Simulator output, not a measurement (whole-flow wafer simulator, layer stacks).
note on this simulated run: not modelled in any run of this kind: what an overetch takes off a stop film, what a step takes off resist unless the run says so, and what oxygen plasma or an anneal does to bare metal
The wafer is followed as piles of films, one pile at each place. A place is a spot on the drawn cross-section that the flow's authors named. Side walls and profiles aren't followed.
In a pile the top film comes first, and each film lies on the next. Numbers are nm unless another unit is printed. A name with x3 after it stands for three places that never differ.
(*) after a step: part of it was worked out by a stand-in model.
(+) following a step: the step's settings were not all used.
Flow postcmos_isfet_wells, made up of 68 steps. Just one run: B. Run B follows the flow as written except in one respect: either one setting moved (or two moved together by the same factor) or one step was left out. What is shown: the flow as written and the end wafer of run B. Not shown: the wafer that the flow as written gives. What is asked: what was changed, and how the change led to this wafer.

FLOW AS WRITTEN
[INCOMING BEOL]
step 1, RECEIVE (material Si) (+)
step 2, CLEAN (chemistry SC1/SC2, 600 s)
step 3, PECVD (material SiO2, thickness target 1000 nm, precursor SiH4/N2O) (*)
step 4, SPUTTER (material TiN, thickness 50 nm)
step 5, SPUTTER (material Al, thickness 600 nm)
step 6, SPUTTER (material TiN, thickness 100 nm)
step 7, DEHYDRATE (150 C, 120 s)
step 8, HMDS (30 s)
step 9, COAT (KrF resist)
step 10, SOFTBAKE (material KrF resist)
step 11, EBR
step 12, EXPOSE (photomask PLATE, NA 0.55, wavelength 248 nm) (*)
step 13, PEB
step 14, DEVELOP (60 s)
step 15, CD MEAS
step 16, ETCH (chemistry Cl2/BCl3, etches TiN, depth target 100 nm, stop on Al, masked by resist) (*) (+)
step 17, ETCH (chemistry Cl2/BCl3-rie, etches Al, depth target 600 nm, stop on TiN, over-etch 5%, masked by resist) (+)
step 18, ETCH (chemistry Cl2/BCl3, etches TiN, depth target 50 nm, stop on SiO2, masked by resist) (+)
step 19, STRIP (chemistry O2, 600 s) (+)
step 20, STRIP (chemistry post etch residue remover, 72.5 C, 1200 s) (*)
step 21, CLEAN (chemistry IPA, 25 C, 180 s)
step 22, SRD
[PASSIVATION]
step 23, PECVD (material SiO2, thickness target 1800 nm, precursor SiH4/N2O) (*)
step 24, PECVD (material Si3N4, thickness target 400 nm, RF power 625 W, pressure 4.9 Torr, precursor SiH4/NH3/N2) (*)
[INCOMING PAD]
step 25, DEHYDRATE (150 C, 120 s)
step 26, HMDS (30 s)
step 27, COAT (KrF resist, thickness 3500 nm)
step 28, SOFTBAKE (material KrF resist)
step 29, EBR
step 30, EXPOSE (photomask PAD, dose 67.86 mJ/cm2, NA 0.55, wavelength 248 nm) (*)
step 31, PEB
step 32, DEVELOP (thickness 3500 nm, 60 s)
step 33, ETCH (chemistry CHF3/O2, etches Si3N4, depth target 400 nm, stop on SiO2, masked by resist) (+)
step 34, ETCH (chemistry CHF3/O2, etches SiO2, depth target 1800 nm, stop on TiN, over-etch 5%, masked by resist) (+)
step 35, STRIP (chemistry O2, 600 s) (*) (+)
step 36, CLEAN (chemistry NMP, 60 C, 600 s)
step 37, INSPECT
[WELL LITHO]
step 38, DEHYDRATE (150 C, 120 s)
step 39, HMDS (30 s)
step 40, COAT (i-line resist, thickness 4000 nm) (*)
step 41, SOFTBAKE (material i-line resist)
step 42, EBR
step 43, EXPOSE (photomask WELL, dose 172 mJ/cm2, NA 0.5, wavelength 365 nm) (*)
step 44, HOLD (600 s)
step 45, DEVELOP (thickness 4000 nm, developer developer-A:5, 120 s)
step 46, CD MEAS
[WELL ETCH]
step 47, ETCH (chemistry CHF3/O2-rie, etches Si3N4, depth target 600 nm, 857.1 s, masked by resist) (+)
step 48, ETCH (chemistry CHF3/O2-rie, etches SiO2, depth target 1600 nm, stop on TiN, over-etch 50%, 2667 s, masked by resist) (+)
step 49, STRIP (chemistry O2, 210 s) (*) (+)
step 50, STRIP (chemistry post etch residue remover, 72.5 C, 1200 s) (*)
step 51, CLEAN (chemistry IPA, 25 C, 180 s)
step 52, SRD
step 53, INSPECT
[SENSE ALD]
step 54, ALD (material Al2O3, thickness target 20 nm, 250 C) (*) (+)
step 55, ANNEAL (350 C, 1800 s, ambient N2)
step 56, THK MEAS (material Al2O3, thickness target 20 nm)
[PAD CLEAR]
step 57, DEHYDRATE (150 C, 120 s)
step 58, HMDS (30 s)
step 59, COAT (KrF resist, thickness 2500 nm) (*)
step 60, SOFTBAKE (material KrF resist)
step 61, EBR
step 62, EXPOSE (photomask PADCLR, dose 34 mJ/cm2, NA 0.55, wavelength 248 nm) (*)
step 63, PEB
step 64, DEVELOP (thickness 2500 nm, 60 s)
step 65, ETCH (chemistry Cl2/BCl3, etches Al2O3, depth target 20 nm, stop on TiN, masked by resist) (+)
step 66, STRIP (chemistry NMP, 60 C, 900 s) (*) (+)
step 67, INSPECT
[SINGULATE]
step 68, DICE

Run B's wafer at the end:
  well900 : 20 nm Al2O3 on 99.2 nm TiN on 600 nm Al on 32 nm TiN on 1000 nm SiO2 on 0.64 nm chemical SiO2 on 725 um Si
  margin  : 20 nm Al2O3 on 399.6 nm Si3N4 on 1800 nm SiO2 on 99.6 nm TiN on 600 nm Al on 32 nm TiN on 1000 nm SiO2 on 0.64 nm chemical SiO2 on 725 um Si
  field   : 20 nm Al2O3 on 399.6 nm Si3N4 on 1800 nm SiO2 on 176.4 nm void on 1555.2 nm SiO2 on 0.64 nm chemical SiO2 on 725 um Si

What caused this: step 4, SPUTTER: thickness 32 nm was run, whereas the flow has thickness 50 nm.
The wafer itself shows it: well900 has TiN 32, and step 4 as written asks for 50 nm.

How this came from the change, step by step:
  step 4, SPUTTER (material TiN, thickness 50 nm)
      field, margin, well900, well1300 x3, pad_rim, pad_clr, pad_open: TiN gains 32 (new film) (it would be, as written: TiN gains 50 (new film))
  step 18, ETCH (chemistry Cl2/BCl3, etches TiN, depth target 50 nm, stop on SiO2, masked by resist) (+)
      margin, well900, well1300 x3, pad_rim, pad_clr, pad_open: KrF resist loses 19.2 (it would be, as written: KrF resist loses 20)
      field: TiN loses 32 (all of it) (it would be, as written: TiN loses 50 (all of it))
  step 23, PECVD (material SiO2, thickness target 1800 nm, precursor SiH4/N2O) (*)
      field: SiO2 gains 1800 (new film), void gains 176.4 (new film), SiO2 gains 555.2 (it would be, as written: SiO2 gains 1800 (new film), void gains 189.9 (new film), SiO2 gains 559.7)
